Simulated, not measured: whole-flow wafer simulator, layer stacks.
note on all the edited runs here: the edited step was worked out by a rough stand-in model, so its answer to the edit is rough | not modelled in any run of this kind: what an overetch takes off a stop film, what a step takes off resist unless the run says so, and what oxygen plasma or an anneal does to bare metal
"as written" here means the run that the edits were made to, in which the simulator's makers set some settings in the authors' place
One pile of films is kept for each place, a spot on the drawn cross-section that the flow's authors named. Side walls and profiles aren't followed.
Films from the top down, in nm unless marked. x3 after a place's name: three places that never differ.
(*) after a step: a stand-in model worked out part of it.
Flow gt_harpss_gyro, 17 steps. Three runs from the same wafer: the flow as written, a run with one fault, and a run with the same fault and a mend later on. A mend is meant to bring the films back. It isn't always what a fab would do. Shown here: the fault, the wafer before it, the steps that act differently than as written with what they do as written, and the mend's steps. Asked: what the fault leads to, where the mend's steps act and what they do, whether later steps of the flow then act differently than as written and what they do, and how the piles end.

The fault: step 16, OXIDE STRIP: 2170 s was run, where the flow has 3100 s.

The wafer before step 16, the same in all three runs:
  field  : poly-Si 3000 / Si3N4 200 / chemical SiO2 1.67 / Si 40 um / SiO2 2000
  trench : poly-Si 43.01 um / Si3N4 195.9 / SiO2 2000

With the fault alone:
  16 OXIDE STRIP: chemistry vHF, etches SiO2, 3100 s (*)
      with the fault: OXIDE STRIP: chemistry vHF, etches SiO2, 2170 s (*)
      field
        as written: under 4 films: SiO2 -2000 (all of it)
        with the fault: under 4 films: SiO2 -1683.7
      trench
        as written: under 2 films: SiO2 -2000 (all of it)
        with the fault: under 2 films: SiO2 -1683.7
  No later step of the flow acts differently than as written at any place that is followed.
  At the end the piles differ from the flow's by more than 2% or 0.5 nm, whichever is larger, at field, trench.
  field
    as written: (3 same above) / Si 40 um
    with the fault: (3 same above) / Si 40 um / SiO2 316.3
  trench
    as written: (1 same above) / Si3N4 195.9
    with the fault: (1 same above) / Si3N4 195.9 / SiO2 316.3

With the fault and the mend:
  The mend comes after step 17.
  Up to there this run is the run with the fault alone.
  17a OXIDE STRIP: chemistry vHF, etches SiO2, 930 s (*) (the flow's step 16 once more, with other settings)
      field
        under 4 films: SiO2 -316.3 (all of it)
      trench
        under 2 films: SiO2 -316.3 (all of it)
  No later step of the flow acts differently than as written at any place that is followed.
  At the end the piles are the same as the flow's at every place that both follow.
